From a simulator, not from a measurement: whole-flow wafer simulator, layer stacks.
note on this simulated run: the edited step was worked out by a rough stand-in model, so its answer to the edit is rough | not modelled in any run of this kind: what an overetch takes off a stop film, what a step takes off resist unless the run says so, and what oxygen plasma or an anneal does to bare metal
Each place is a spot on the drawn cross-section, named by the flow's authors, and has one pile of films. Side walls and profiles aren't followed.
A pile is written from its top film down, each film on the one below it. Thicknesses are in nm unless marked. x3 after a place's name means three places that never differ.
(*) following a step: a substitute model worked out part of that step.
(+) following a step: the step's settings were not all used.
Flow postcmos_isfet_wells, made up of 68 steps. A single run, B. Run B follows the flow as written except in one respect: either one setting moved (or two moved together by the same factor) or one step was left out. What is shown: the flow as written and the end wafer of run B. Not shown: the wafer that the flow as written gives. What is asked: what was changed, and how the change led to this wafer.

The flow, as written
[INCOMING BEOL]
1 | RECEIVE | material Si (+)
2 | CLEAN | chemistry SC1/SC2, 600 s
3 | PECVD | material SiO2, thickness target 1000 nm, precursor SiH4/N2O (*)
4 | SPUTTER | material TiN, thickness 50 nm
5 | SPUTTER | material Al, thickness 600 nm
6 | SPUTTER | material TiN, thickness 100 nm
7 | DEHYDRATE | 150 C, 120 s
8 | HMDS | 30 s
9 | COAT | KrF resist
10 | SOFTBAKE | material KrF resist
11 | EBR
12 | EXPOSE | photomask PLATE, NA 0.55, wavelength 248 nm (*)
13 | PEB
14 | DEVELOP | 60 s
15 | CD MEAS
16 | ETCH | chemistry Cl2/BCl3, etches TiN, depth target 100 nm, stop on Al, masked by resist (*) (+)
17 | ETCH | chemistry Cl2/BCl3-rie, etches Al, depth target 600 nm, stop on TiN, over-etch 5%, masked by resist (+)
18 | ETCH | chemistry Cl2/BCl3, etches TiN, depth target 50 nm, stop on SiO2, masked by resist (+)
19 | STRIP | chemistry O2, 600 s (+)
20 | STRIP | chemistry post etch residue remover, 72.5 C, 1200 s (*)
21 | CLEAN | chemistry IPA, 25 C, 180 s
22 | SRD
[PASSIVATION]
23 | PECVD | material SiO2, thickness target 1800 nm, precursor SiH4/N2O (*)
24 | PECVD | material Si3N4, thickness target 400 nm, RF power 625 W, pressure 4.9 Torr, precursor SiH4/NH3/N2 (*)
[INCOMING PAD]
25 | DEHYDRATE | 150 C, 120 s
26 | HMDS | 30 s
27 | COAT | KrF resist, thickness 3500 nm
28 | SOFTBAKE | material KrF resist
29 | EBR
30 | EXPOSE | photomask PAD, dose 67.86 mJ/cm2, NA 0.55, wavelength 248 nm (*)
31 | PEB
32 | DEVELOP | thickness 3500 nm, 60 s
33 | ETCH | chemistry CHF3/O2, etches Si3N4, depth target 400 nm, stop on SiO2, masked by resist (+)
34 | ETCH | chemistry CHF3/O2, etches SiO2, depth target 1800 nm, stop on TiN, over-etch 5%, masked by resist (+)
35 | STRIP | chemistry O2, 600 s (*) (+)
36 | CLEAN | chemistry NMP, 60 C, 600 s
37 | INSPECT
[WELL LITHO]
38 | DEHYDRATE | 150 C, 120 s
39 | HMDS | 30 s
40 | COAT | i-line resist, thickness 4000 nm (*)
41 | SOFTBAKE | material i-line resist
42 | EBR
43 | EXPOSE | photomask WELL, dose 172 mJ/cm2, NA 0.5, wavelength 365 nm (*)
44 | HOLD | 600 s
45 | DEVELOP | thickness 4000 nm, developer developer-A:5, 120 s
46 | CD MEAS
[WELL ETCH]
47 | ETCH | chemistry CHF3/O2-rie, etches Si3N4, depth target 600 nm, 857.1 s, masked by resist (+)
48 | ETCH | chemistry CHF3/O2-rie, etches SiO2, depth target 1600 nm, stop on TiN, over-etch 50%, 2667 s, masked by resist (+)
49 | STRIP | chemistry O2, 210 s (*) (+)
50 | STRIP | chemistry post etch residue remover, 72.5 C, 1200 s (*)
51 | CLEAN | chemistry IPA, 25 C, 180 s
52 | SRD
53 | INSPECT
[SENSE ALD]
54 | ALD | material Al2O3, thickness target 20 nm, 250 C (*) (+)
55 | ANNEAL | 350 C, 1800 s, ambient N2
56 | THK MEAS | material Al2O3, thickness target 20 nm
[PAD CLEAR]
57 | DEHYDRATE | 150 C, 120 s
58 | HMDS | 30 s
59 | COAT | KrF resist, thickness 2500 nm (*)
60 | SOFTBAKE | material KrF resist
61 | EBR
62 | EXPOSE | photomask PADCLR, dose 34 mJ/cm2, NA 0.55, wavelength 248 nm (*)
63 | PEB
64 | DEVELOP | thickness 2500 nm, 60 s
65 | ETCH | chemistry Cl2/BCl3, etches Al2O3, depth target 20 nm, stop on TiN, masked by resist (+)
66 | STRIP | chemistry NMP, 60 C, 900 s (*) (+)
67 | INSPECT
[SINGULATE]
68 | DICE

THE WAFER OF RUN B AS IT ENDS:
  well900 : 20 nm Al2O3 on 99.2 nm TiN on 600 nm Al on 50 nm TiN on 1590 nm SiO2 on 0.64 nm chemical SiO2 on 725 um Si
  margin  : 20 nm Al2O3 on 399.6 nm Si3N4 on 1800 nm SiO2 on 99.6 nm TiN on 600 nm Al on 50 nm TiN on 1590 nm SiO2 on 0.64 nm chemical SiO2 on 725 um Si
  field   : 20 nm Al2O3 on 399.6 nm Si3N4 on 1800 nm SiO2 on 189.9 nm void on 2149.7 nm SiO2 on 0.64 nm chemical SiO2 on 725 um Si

What caused this: step 3, PECVD: thickness target 1590 nm was run, while the flow as written has thickness target 1000 nm.
The wafer lets one read it off: well900 has SiO2 1590, and step 3 as written asks for 1000 nm.

Step by step, how the change led to this:
  3 | PECVD | material SiO2, thickness target 1000 nm, precursor SiH4/N2O (*)
      field, margin, well900, well1300 x3, pad_rim, pad_clr, pad_open: +1590 SiO2 (new film) (it would be, as written: +1000 SiO2 (new film))
